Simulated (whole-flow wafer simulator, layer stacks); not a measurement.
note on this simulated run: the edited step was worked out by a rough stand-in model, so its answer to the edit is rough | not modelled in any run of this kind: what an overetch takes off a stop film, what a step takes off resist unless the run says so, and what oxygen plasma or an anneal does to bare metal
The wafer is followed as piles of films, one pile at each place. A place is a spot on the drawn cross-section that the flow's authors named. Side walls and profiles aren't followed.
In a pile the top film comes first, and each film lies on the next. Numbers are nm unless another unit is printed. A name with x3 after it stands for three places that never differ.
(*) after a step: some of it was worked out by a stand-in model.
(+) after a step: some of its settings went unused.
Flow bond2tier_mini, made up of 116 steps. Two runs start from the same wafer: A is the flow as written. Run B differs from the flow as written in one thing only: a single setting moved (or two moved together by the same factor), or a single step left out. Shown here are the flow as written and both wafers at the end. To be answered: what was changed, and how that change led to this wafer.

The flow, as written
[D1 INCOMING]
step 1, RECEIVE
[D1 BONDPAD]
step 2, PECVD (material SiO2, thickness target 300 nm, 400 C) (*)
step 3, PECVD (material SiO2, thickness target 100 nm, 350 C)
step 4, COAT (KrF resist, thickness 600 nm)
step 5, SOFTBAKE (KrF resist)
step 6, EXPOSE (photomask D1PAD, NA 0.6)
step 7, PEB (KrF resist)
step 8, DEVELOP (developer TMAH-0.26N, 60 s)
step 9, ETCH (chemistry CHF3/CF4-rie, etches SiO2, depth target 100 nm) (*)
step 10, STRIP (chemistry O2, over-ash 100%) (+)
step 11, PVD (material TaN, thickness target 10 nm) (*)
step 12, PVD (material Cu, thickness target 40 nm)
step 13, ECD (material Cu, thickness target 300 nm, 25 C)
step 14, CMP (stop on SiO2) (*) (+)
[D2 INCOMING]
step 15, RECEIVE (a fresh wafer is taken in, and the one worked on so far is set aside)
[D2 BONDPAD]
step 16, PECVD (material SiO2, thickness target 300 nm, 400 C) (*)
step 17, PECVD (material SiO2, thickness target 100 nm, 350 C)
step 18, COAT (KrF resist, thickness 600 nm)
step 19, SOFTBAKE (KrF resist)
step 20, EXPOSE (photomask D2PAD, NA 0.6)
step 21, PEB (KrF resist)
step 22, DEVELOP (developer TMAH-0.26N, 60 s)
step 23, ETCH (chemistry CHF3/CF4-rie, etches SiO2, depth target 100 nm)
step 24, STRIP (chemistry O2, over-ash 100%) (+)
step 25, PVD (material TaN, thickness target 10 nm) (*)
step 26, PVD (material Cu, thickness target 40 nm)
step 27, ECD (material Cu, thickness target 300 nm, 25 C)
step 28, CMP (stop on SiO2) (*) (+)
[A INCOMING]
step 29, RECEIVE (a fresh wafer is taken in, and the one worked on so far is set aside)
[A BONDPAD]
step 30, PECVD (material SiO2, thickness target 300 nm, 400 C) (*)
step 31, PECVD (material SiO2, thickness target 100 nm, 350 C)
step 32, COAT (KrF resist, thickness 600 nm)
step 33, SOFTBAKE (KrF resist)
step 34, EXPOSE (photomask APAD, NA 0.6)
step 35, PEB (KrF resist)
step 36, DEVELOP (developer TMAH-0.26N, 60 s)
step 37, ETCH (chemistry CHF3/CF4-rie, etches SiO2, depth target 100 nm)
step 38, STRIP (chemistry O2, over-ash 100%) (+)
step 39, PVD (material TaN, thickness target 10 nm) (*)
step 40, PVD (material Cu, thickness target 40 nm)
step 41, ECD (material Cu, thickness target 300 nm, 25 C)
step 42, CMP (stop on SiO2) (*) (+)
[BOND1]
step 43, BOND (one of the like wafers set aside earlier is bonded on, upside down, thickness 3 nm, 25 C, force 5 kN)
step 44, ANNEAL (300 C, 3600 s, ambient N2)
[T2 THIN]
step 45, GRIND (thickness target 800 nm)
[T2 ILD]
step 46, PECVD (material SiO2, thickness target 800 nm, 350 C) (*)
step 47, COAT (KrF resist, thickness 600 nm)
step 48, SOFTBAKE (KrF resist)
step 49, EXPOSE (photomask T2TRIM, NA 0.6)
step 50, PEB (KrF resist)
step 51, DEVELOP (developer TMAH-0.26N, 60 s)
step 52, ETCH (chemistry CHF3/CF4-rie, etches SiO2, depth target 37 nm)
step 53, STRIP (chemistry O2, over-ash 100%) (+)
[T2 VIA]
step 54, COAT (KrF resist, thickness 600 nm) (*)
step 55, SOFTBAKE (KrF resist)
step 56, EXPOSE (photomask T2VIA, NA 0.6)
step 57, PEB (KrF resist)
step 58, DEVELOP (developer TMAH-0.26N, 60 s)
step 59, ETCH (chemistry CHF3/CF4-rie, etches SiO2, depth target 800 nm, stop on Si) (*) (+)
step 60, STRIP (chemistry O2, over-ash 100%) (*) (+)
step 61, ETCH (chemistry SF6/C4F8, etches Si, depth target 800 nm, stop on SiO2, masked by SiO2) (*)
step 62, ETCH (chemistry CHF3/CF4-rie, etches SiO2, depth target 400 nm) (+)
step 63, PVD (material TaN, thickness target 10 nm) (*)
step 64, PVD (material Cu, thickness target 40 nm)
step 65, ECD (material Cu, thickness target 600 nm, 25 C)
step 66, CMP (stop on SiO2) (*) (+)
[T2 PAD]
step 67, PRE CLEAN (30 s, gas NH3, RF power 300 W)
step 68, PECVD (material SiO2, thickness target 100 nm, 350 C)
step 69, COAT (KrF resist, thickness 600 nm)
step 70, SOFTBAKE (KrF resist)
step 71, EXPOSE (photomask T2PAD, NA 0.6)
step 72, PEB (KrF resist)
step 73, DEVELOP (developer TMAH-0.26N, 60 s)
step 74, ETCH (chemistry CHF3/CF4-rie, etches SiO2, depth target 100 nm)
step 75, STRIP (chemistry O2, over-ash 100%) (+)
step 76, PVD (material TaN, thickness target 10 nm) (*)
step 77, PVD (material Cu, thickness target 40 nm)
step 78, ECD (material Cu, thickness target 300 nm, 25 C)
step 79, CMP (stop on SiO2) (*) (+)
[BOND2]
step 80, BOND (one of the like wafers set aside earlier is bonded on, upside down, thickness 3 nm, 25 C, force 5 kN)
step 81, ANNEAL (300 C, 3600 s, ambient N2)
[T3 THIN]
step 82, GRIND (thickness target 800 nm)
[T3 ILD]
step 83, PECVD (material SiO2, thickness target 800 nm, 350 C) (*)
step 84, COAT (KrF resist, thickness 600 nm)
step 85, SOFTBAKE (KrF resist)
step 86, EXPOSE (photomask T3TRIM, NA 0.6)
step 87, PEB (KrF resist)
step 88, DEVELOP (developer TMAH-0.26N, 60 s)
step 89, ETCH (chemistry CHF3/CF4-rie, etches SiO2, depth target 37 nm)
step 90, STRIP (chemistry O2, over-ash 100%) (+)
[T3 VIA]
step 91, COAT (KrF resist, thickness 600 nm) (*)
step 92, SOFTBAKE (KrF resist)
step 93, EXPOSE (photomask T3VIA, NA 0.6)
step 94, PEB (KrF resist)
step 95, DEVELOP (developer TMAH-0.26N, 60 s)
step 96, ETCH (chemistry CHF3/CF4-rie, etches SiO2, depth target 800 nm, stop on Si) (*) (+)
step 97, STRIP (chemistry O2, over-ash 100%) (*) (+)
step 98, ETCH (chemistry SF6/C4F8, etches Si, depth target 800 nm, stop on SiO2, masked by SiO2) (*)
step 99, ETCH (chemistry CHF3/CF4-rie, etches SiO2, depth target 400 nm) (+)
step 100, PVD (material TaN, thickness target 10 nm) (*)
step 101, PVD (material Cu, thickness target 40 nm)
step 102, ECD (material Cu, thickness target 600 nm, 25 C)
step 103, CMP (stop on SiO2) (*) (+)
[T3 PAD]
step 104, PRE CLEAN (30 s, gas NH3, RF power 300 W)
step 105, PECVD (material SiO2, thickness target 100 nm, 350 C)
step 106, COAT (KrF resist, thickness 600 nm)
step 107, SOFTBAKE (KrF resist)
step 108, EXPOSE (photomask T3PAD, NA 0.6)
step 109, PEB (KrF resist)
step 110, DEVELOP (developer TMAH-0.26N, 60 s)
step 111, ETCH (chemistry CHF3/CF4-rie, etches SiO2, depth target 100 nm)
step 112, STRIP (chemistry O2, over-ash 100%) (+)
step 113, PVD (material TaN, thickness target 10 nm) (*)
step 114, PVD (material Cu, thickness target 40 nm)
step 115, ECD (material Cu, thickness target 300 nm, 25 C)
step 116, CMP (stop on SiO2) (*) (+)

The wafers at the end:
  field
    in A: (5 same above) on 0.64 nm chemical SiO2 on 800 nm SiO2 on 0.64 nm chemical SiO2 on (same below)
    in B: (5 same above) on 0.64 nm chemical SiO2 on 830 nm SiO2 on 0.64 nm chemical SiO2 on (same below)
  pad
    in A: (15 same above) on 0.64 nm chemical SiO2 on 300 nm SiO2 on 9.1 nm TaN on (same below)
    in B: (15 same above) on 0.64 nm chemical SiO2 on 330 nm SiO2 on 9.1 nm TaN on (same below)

What caused this: step 2, PECVD: thickness target 330 nm was run, though the flow has thickness target 300 nm.
The wafer itself shows it: pad has SiO2 330, and step 2 as written asks for 300 nm.

How this came from the change, step by step:
  step 2, PECVD (material SiO2, thickness target 300 nm, 400 C) (*)
      field, pad, via: A SiO2 gains 300 (new film) | B SiO2 gains 330 (new film)
  step 43, BOND (one of the like wafers set aside earlier is bonded on, upside down, thickness 3 nm, 25 C, force 5 kN)
      field: A Si gains 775 um (new film), chemical SiO2 gains 0.64 (new film), SiO2 gains 400 | B Si gains 775 um (new film), chemical SiO2 gains 0.64 (new film), SiO2 gains 430
      pad: A Si gains 775 um (new film), chemical SiO2 gains 0.64 (new film), SiO2 gains 300 (new film), TaN gains 9.1 (new film), Cu gains 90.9 | B Si gains 775 um (new film), chemical SiO2 gains 0.64 (new film), SiO2 gains 330 (new film), TaN gains 9.1 (new film), Cu gains 90.9
      (as well as at 1 more place)
